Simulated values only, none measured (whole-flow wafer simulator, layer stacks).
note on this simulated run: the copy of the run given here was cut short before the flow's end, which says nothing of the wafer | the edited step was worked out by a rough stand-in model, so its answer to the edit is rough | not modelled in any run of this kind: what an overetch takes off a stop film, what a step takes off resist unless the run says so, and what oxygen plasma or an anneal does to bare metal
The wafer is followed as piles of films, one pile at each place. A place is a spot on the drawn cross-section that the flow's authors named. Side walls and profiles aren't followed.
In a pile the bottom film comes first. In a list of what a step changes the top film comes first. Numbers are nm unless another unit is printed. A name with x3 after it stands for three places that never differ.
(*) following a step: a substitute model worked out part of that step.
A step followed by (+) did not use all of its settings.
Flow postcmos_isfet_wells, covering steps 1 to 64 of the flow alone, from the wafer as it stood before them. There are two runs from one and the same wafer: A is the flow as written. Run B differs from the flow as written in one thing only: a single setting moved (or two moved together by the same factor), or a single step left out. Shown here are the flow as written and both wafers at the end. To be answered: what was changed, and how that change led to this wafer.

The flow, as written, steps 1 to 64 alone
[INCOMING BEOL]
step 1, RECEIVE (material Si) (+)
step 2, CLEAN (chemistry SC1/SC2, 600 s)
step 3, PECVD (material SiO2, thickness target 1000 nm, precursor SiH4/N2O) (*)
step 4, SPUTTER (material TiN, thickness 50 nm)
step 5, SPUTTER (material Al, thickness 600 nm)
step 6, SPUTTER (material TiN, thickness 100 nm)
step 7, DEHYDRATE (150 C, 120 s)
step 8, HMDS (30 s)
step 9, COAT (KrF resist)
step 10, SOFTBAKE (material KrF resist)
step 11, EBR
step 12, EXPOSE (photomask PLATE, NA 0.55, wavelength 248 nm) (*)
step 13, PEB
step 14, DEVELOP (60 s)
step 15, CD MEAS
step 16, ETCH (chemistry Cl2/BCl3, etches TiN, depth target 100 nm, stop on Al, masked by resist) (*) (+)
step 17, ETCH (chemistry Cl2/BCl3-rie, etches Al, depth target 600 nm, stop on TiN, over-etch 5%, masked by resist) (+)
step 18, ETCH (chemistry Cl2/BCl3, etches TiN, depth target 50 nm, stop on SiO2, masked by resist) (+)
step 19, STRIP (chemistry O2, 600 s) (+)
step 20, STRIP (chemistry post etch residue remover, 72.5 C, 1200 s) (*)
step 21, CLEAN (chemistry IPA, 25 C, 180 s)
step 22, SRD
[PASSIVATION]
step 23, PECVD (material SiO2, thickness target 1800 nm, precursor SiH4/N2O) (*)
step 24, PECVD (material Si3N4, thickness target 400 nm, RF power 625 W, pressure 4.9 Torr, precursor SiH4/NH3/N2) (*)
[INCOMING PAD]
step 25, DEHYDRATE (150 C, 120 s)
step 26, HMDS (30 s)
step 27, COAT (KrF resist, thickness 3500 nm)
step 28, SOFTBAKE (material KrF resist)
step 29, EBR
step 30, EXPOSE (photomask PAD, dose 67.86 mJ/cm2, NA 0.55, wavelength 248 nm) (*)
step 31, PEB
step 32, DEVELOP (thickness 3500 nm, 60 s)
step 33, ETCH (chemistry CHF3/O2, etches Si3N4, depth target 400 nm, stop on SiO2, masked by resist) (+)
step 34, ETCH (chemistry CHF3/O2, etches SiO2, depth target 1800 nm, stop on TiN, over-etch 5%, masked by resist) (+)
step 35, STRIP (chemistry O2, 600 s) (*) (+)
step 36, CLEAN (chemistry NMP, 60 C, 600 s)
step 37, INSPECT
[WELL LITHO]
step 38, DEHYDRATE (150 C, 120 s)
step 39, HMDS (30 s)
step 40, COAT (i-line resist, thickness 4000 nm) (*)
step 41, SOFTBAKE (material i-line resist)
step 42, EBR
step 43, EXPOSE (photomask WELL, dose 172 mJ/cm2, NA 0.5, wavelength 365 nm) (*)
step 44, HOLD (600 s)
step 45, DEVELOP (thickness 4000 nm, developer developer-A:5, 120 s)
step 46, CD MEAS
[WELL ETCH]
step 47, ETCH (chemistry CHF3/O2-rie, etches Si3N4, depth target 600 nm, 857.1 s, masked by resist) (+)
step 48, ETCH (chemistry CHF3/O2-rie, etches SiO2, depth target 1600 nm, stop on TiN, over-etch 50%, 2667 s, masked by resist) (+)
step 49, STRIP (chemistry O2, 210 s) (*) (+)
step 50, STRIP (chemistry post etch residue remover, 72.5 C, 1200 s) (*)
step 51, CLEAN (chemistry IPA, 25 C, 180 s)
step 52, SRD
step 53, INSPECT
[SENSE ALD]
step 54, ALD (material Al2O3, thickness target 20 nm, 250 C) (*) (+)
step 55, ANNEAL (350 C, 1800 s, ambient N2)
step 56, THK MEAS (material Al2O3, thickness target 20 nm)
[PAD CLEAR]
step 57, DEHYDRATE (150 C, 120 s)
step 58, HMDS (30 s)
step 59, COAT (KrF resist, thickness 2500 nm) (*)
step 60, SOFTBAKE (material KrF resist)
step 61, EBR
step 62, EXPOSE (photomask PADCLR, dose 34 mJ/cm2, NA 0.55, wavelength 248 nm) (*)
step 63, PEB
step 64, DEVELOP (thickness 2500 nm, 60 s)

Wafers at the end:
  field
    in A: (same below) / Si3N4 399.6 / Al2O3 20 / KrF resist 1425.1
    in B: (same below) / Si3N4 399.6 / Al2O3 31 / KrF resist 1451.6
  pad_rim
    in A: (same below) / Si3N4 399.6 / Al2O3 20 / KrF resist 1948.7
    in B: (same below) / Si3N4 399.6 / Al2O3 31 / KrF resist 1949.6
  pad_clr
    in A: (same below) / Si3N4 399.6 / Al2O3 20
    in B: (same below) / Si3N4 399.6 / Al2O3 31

Cause: step 54, ALD: thickness target 31 nm was run, while the flow as written has thickness target 20 nm.
The wafer itself shows it: field has Al2O3 31, and step 54 as written asks for 20 nm.

The path from the change to this, step by step:
  step 54, ALD (material Al2O3, thickness target 20 nm, 250 C) (*) (+)
      field, margin, well900, well1300 x3, pad_rim, pad_clr, pad_open: A Al2O3 gains 20 (new film) | B Al2O3 gains 31 (new film)
